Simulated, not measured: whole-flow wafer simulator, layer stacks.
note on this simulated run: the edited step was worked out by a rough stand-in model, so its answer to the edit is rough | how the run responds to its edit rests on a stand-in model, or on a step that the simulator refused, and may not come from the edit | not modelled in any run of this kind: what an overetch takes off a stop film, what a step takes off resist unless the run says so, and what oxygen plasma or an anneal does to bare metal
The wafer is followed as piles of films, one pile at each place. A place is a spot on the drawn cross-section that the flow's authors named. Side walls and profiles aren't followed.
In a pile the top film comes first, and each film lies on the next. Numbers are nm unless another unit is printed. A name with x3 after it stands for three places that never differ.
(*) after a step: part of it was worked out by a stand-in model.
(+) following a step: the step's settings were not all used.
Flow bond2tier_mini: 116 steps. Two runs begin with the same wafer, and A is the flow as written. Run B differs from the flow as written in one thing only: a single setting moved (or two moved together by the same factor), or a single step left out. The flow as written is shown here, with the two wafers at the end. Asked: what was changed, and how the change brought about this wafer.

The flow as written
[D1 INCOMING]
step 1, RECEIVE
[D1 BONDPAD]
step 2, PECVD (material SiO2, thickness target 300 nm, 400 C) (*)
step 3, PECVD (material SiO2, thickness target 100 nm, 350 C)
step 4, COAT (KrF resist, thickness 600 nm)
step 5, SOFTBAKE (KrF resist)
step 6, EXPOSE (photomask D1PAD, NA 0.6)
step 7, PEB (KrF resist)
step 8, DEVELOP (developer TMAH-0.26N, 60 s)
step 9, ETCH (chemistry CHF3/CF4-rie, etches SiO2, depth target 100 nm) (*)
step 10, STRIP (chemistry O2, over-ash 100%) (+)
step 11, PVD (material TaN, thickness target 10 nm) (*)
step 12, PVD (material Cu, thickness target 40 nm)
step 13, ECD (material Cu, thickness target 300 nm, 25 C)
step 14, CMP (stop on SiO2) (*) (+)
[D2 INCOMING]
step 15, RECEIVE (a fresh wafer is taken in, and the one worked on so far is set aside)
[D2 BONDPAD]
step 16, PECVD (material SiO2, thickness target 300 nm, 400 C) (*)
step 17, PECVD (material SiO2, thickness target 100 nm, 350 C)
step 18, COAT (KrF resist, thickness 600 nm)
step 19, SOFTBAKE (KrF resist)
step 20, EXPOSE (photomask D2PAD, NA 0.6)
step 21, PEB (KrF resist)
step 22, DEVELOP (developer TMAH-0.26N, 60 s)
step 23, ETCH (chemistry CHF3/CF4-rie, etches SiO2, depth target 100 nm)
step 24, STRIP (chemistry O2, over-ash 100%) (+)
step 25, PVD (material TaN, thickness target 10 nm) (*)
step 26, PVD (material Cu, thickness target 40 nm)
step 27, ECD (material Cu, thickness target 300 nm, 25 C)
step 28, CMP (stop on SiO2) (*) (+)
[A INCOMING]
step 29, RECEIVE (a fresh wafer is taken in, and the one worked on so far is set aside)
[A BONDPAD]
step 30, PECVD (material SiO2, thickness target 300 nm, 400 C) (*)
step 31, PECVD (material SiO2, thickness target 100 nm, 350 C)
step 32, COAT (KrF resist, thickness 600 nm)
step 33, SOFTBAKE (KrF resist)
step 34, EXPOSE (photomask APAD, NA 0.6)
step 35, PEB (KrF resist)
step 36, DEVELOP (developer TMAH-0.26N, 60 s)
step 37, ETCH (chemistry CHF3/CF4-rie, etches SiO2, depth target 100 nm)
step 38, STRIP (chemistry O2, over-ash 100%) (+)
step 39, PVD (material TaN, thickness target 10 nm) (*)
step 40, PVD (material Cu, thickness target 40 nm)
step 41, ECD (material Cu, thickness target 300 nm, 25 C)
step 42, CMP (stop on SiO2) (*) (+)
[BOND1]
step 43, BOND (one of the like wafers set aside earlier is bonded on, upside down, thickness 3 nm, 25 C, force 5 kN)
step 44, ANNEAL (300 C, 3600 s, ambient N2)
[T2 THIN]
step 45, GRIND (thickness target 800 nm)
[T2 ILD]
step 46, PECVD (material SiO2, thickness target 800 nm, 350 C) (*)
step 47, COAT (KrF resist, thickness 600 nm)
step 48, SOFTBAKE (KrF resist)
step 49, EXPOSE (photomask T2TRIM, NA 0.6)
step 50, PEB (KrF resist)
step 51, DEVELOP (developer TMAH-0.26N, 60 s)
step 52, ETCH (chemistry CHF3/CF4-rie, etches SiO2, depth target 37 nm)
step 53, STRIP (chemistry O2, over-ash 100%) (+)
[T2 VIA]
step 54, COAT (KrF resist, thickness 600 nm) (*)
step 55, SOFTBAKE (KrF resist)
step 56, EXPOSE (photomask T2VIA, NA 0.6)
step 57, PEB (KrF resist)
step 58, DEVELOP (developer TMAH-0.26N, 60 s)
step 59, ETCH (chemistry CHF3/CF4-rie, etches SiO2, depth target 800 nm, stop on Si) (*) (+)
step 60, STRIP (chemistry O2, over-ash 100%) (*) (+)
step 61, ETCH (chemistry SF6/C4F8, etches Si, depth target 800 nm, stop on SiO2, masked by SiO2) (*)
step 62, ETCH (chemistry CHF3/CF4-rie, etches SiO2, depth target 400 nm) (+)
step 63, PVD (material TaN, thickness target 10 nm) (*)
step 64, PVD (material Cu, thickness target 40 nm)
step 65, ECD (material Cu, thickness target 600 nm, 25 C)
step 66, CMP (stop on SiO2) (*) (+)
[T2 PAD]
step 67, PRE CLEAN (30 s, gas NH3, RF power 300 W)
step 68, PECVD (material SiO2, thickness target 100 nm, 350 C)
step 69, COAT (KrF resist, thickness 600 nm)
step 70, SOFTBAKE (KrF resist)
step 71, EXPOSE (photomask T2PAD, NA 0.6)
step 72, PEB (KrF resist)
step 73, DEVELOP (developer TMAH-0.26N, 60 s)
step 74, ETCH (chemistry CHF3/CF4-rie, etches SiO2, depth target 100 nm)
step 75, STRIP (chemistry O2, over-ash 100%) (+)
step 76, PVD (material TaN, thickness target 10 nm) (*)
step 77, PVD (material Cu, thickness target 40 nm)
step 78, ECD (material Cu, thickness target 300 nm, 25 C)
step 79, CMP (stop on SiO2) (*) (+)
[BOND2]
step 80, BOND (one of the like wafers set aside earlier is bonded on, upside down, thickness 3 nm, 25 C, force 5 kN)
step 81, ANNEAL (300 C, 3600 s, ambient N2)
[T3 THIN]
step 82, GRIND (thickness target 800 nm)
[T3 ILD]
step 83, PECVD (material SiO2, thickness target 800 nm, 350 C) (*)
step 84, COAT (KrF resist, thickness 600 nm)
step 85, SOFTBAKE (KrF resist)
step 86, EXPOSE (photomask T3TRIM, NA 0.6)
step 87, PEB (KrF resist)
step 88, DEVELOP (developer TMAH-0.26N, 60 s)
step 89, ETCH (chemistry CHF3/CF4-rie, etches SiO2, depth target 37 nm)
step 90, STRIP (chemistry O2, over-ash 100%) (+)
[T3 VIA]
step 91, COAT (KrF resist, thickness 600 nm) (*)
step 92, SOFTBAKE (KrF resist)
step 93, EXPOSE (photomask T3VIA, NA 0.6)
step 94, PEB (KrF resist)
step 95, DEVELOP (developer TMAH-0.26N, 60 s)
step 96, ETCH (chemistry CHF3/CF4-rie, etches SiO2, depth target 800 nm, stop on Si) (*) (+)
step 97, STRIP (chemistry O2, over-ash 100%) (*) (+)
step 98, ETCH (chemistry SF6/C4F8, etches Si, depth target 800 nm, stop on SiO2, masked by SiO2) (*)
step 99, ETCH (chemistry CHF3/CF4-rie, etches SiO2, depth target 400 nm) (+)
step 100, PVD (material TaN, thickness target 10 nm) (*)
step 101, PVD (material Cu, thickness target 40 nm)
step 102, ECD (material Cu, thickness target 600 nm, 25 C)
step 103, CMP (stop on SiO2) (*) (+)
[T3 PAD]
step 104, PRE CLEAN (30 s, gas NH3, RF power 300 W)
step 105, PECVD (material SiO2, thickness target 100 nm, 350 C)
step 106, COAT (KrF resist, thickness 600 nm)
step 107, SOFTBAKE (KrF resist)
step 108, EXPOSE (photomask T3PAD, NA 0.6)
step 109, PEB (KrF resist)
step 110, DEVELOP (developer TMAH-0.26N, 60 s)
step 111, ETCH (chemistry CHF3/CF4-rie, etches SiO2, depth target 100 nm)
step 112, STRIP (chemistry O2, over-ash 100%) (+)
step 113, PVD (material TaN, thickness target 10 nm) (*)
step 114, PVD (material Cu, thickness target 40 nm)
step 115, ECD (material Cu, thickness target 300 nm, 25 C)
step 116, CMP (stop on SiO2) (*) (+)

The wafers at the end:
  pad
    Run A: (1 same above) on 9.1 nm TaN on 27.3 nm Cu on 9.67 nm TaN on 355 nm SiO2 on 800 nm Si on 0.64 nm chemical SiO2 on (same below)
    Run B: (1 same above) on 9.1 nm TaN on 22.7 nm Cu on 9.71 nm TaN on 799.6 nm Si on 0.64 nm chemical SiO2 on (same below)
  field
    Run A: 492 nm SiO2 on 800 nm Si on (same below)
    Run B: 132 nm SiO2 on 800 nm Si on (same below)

The reason: step 83, PECVD: thickness target 440 nm was run, while the flow as written has thickness target 800 nm.

The path from the change to this, step by step:
  step 83, PECVD (material SiO2, thickness target 800 nm, 350 C) (*)
      field, pad: A SiO2 gains 800 (new film) | B SiO2 gains 440 (new film)
  step 96, ETCH (chemistry CHF3/CF4-rie, etches SiO2, depth target 800 nm, stop on Si) (*) (+)
      field, pad: A KrF resist loses 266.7 | B KrF resist loses 201.5
  step 97, STRIP (chemistry O2, over-ash 100%) (*) (+)
      field: A KrF resist loses 303.9 (all of it) | B KrF resist loses 369.1 (all of it)
      pad: A KrF resist loses 336 (all of it) | B KrF resist loses 401.1 (all of it)
  step 99, ETCH (chemistry CHF3/CF4-rie, etches SiO2, depth target 400 nm) (+)
      pad: A SiO2 loses 400 | B SiO2 loses 395 (all of it), Si loses 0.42
